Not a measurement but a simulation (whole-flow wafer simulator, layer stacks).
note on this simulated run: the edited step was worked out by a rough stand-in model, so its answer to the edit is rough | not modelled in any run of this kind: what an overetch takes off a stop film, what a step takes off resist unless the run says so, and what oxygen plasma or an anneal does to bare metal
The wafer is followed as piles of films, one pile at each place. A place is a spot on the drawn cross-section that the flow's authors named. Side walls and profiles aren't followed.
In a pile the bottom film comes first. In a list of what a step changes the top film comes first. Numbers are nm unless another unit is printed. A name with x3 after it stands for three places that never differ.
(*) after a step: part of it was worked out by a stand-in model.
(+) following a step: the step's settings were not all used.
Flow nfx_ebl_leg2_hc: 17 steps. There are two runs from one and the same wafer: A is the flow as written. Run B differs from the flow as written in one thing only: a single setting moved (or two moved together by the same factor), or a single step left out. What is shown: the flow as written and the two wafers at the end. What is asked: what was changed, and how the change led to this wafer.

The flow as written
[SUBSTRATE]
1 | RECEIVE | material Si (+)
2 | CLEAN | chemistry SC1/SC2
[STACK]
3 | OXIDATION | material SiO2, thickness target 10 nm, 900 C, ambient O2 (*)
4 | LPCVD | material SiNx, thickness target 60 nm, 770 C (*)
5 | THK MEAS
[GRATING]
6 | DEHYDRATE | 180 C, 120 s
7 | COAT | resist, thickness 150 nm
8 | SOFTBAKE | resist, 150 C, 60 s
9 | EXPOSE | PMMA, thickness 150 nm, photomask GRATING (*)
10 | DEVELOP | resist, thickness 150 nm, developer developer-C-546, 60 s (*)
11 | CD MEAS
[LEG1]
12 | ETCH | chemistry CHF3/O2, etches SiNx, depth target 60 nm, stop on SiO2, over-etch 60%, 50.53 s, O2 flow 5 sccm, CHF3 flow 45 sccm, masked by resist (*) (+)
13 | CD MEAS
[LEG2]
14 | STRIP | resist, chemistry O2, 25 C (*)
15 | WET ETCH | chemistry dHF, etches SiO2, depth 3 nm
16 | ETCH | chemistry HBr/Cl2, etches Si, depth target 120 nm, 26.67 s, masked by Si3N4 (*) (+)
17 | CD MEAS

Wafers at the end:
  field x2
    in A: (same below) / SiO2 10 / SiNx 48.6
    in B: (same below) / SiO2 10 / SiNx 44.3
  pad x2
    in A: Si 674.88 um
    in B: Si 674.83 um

Cause: step 16, ETCH: depth target 165 nm was run, whereas the flow has depth target 120 nm; step 16, ETCH: 36.67 s was run, where the flow has 26.67 s.

Step by step, how the change led to this:
  16 | ETCH | chemistry HBr/Cl2, etches Si, depth target 120 nm, 26.67 s, masked by Si3N4 (*) (+)
      field x2: A SiNx loses 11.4 | B SiNx loses 15.7
      pad x2: A Si loses 120 | B Si loses 165
